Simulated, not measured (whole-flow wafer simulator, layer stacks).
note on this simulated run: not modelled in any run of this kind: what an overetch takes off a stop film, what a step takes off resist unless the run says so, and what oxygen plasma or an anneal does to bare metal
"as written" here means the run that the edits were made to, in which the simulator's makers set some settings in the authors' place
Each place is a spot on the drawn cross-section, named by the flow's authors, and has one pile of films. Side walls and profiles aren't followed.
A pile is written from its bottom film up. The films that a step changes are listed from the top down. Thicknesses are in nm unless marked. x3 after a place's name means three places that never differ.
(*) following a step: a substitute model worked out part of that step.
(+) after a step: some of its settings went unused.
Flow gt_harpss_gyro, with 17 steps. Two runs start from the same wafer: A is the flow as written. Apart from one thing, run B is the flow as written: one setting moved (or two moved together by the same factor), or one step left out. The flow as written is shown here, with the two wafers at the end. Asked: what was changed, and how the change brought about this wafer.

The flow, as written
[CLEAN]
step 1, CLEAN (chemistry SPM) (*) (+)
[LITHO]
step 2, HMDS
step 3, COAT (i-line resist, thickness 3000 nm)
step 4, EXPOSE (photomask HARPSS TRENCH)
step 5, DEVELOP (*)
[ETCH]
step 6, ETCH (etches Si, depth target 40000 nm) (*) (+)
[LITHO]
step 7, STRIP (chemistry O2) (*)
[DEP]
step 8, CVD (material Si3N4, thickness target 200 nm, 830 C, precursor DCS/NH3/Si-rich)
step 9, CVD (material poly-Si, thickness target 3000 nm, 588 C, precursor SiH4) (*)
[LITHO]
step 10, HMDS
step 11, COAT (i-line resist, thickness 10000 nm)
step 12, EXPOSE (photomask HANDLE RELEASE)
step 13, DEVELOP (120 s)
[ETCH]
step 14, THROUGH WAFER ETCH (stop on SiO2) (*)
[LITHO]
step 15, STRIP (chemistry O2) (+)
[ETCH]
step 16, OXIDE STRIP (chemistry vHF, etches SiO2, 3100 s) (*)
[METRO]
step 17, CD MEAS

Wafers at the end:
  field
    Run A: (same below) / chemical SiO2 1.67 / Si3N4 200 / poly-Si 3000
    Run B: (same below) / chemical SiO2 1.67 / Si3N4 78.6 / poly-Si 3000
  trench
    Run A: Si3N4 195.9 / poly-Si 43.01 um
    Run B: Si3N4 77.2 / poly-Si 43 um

What caused this: step 8, CVD: thickness target 78.6 nm was run, though the flow has thickness target 200 nm.
One can read it off the wafer: field has Si3N4 78.6, and step 8 as written asks for 200 nm.

How this came from the change, step by step:
  step 8, CVD (material Si3N4, thickness target 200 nm, 830 C, precursor DCS/NH3/Si-rich)
      field: A Si3N4 gains 200 (new film) | B Si3N4 gains 78.6 (new film)
      trench: A Si3N4 gains 195.9 (new film) | B Si3N4 gains 77.2 (new film)
  step 9, CVD (material poly-Si, thickness target 3000 nm, 588 C, precursor SiH4) (*)
      trench: A poly-Si gains 43.01 um (new film) | B poly-Si gains 43 um (new film)
